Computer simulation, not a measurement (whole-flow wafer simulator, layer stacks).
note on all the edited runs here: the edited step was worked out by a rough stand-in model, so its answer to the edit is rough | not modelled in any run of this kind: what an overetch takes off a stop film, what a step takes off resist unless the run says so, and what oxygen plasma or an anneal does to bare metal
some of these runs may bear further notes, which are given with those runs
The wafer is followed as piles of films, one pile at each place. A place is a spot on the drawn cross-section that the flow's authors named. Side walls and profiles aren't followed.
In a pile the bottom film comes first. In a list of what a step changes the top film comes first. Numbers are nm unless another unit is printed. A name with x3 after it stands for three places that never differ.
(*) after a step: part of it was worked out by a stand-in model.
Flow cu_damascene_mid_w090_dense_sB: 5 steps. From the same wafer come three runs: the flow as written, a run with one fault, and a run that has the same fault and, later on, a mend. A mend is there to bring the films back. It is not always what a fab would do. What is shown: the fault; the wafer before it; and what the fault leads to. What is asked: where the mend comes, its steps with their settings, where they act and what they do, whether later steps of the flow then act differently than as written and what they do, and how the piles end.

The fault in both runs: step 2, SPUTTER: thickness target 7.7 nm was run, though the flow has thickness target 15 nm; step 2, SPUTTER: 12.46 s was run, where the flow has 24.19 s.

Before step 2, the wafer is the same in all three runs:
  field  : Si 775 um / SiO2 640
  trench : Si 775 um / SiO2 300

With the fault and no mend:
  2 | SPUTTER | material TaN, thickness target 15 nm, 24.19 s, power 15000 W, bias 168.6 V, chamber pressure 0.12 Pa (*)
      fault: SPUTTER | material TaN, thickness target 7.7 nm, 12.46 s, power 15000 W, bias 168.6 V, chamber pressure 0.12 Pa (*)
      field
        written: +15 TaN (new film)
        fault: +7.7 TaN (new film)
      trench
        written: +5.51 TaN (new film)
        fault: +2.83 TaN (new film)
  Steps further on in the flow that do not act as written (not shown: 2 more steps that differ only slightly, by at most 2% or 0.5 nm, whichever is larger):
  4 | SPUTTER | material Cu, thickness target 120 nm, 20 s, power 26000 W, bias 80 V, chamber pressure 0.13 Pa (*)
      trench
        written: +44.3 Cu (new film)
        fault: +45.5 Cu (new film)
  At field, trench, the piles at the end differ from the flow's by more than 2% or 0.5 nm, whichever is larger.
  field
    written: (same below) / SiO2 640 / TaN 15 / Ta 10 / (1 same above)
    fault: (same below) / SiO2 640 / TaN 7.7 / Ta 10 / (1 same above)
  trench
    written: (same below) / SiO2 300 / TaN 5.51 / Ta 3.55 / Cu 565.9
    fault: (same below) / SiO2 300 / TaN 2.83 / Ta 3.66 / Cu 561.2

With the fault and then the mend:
  The mend follows step 2.
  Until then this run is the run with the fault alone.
  2a | SPUTTER | material TaN, thickness target 7.3 nm, 11.73 s, power 15000 W, bias 168.6 V, chamber pressure 0.12 Pa (*) (the flow's step 2, run once more with other settings)
      field
        +7.3 TaN
      trench
        +2.6 TaN
  Later steps of the flow that are run all act as written at every place that is followed, up to a difference of at most 2% or 0.5 nm, whichever is larger.
  At the end the piles are close to the flow's at the places that both follow, differing by at most 2% or 0.5 nm, whichever is larger.
